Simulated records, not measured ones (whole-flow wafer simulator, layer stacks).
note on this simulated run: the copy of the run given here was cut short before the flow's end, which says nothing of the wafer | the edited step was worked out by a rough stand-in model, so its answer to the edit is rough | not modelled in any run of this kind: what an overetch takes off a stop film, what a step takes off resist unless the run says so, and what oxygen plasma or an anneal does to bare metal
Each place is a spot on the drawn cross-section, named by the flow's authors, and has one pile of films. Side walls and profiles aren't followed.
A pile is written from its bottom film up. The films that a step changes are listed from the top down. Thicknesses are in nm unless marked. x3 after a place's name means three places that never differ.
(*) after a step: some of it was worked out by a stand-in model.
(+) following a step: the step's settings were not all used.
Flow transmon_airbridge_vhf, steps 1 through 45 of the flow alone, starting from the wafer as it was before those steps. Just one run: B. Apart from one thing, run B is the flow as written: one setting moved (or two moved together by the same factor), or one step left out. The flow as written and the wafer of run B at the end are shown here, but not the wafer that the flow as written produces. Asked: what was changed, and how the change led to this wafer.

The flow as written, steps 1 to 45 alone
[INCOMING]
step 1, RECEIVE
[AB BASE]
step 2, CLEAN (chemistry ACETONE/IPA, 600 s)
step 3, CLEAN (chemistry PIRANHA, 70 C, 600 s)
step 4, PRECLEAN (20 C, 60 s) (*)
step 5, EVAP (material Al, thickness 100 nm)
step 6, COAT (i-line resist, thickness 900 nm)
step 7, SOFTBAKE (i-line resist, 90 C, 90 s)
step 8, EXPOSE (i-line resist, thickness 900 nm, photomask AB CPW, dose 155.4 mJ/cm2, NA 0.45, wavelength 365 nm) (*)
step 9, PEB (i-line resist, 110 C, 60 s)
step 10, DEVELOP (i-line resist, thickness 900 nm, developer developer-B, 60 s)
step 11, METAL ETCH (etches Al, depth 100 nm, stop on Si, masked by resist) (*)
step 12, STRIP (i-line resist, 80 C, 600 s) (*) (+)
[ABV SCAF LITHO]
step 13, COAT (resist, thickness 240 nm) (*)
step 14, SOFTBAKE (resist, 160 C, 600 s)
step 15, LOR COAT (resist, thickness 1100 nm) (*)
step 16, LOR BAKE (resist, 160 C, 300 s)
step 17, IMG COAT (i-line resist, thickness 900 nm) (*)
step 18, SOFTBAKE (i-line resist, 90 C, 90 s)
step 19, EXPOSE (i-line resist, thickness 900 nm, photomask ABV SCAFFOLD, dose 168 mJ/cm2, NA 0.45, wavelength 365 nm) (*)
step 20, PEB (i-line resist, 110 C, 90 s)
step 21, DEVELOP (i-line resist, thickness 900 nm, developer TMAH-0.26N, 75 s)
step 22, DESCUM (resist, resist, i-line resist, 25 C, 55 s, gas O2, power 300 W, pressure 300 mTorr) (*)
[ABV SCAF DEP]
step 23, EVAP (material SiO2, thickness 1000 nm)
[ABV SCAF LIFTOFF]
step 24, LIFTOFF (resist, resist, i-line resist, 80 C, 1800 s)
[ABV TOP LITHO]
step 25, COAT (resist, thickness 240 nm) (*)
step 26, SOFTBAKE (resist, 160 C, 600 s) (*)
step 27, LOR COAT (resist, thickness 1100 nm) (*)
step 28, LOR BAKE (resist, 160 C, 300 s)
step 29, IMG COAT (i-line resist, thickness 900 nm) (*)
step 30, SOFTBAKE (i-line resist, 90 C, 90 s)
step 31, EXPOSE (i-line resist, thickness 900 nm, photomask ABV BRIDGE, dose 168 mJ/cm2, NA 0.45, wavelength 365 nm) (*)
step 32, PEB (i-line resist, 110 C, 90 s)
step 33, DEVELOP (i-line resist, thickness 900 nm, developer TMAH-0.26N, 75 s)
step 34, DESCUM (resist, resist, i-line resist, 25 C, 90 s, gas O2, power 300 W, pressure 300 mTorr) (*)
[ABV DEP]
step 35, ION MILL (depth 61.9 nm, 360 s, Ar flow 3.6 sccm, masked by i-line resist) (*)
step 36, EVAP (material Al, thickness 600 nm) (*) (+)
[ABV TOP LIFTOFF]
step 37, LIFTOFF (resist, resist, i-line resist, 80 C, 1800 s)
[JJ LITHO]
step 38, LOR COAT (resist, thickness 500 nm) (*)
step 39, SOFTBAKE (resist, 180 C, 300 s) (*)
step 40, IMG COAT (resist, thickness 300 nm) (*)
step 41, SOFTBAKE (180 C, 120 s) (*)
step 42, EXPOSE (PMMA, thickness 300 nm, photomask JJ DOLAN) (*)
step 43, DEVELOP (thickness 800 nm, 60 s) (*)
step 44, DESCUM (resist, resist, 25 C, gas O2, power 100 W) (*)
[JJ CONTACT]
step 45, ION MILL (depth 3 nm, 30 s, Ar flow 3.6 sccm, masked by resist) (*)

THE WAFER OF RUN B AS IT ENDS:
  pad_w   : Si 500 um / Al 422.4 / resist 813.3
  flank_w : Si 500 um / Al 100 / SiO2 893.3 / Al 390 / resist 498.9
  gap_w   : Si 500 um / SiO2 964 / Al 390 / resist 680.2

Cause: step 36, EVAP: thickness 390 nm was run, while the flow as written has thickness 600 nm.
The wafer lets one read it off: flank_w has Al 390, and step 36 as written asks for 600 nm.

The path from the change to this, step by step:
  step 36, EVAP (material Al, thickness 600 nm) (*) (+)
      field x3, jj_line, ground_far and 10 more: Al gains 390 (new film) (as written it would have been: Al gains 600 (new film))
      pad_w, pad_e: Al gains 384.3 (as written it would have been: Al gains 591.2)
  step 37, LIFTOFF (resist, resist, i-line resist, 80 C, 1800 s)
      field x3, jj_line, trace_open_s x2: Al loses 390 (all of it), i-line resist loses 600 (all of it), resist loses 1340 (all of it) (as written it would have been: Al loses 600 (all of it), i-line resist loses 600 (all of it), resist loses 1340 (all of it))
      margin_s, margin_n: Al loses 390 (all of it), i-line resist loses 318.3 (all of it), resist loses 992 (all of it) (as written it would have been: Al loses 600 (all of it), i-line resist loses 318.3 (all of it), resist loses 992 (all of it))
      (and at 1 other place as well)
  step 38, LOR COAT (resist, thickness 500 nm) (*)
      pad_w, pad_e: resist gains 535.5 (new film) (as written it would have been: resist gains 517 (new film))
      margin_s, margin_n: resist gains 426.6 (new film) (as written it would have been: resist gains 445.3 (new film))
      (and at 1 other place as well)
  step 40, IMG COAT (resist, thickness 300 nm) (*)
      pad_w, pad_e: resist gains 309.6 (as written it would have been: resist gains 300.1)
      flank_w, flank_e: resist gains 219.3 (as written it would have been: resist gains 212.1)
      (and at 4 other places as well)
